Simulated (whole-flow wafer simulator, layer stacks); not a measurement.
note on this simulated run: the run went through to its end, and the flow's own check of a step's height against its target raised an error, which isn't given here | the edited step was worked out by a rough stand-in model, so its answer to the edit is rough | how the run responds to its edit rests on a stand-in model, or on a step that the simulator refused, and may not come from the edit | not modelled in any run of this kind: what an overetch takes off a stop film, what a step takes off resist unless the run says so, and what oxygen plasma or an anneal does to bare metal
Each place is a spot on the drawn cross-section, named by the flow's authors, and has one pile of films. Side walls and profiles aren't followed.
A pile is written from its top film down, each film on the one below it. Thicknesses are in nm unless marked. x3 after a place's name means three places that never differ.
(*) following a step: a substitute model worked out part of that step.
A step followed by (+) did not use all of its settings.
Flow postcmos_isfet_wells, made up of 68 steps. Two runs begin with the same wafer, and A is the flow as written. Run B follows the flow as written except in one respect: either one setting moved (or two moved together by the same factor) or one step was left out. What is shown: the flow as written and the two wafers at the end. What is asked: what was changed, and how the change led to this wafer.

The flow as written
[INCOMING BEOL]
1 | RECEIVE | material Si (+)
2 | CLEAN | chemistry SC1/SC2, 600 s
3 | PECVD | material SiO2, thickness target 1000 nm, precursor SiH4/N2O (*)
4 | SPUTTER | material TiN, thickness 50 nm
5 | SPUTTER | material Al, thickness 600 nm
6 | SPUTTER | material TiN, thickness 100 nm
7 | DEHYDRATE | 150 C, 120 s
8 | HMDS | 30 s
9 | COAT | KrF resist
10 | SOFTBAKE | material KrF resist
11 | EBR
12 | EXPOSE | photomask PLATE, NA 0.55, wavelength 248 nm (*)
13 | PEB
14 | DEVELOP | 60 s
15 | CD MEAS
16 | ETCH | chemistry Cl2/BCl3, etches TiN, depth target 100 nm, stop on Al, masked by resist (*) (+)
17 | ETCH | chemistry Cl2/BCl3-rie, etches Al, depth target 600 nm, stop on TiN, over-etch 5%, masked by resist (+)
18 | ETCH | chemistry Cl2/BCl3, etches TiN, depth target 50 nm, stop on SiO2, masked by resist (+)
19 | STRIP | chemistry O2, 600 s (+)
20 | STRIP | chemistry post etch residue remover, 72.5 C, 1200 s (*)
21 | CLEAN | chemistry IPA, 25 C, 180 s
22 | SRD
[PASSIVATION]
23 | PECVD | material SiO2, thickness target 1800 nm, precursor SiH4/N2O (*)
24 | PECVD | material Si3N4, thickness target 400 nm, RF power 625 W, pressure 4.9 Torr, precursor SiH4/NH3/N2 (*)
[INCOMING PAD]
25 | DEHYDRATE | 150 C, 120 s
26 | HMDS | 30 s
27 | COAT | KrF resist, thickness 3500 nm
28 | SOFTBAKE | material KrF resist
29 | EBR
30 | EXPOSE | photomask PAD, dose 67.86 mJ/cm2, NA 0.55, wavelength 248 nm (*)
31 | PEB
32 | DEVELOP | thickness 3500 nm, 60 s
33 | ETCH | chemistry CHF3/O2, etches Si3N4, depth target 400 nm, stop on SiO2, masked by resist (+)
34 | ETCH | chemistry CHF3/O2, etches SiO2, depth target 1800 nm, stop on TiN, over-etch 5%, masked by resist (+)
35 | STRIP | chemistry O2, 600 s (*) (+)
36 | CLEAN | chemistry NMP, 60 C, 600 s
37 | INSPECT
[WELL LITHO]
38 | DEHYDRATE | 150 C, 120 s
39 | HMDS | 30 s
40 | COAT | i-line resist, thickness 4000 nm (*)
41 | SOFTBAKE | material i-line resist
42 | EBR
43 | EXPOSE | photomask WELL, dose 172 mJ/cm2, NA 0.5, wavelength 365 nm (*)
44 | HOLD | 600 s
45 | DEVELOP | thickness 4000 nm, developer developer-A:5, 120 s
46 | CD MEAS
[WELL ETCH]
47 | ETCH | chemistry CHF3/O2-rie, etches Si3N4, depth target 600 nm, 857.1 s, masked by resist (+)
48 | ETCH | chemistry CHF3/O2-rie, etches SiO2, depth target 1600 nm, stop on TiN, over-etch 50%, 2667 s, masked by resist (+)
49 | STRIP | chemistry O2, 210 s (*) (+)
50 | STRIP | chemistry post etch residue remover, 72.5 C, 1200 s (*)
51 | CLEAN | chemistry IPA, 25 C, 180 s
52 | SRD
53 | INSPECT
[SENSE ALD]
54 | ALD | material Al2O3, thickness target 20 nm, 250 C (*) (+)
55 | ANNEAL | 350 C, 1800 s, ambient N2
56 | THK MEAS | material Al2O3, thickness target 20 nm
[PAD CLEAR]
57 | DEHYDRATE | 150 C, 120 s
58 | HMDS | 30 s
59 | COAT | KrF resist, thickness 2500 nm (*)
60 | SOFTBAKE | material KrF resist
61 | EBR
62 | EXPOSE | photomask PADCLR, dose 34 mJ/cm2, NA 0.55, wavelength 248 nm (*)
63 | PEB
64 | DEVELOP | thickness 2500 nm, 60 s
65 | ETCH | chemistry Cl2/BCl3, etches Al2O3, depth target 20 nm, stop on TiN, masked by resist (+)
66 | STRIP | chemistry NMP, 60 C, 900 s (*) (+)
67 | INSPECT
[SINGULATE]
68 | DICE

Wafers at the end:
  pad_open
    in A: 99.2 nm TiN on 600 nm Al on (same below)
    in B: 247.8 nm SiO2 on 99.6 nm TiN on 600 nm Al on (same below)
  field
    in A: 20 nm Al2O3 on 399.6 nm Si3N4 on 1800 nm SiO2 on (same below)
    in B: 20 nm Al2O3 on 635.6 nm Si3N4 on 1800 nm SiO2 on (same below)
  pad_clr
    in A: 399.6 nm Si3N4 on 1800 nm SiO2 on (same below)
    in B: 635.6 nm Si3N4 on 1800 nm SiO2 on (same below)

Cause: step 24, PECVD: thickness target 636 nm was run, whereas the flow has thickness target 400 nm.

How this came from the change, step by step:
  24 | PECVD | material Si3N4, thickness target 400 nm, RF power 625 W, pressure 4.9 Torr, precursor SiH4/NH3/N2 (*)
      field, margin, well900, well1300 x3, pad_rim, pad_clr, pad_open: A Si3N4 gains 400 (new film) | B Si3N4 gains 636 (new film)
  33 | ETCH | chemistry CHF3/O2, etches Si3N4, depth target 400 nm, stop on SiO2, masked by resist (+)
      pad_open: A Si3N4 loses 400 (all of it) | B Si3N4 loses 400
  34 | ETCH | chemistry CHF3/O2, etches SiO2, depth target 1800 nm, stop on TiN, over-etch 5%, masked by resist (+)
      pad_open: A SiO2 loses 1800 (all of it) | B Si3N4 loses 236 (all of it), SiO2 loses 1552.2
  47 | ETCH | chemistry CHF3/O2-rie, etches Si3N4, depth target 600 nm, 857.1 s, masked by resist (+)
      well900, well1300 x3: A Si3N4 loses 400 (all of it), SiO2 loses 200 | B Si3N4 loses 600
  48 | ETCH | chemistry CHF3/O2-rie, etches SiO2, depth target 1600 nm, stop on TiN, over-etch 50%, 2667 s, masked by resist (+)
      well900, well1300 x3: A SiO2 loses 1600 (all of it) | B Si3N4 loses 36 (all of it), SiO2 loses 1800 (all of it)
  59 | COAT | KrF resist, thickness 2500 nm (*)
      field: A KrF resist gains 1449 (new film) | B KrF resist gains 1336.3 (new film)
      margin: A KrF resist gains 1448.9 (new film) | B KrF resist gains 1336.2 (new film)
  63 | PEB
      field, margin: A KrF resist loses 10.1 | B KrF resist loses 9.29
  66 | STRIP | chemistry NMP, 60 C, 900 s (*) (+)
      field: A KrF resist loses 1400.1 (all of it) | B KrF resist loses 1288.2 (all of it)
      margin: A KrF resist loses 1400.1 (all of it) | B KrF resist loses 1288.1 (all of it)
